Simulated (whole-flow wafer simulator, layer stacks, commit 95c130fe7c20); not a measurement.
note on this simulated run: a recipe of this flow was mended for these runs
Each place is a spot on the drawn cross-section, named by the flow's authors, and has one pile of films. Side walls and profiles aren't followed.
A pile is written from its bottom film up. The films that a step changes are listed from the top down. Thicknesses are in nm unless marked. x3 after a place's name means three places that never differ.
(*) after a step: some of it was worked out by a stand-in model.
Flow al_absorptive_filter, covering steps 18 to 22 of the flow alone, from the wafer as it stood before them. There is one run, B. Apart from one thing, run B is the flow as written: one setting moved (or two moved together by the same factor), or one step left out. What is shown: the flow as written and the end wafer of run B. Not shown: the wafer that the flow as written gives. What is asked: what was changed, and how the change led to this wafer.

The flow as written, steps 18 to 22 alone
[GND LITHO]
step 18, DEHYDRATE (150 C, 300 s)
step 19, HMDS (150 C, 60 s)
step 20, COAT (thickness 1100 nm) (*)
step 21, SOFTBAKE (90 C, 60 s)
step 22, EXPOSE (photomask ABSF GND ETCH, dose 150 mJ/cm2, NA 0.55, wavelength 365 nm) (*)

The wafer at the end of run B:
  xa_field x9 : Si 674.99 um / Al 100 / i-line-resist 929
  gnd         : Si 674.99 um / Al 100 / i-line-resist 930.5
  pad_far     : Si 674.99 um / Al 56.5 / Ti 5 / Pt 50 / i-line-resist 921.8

The reason: step 20, COAT: thickness 929 nm was run, though the flow has thickness 1100 nm.
The wafer lets one read it off: xa_field x9 has i-line-resist 929, and step 20 as written asks for 1100 nm.

How this came from the change, step by step:
  step 20, COAT (thickness 1100 nm) (*)
      xa_field x9: i-line-resist gains 929 (new film) (it would be, as written: i-line-resist gains 1100 (new film))
      gnd: i-line-resist gains 930.5 (new film) (it would be, as written: i-line-resist gains 1101.5 (new film))
      (as well as at 4 more places)
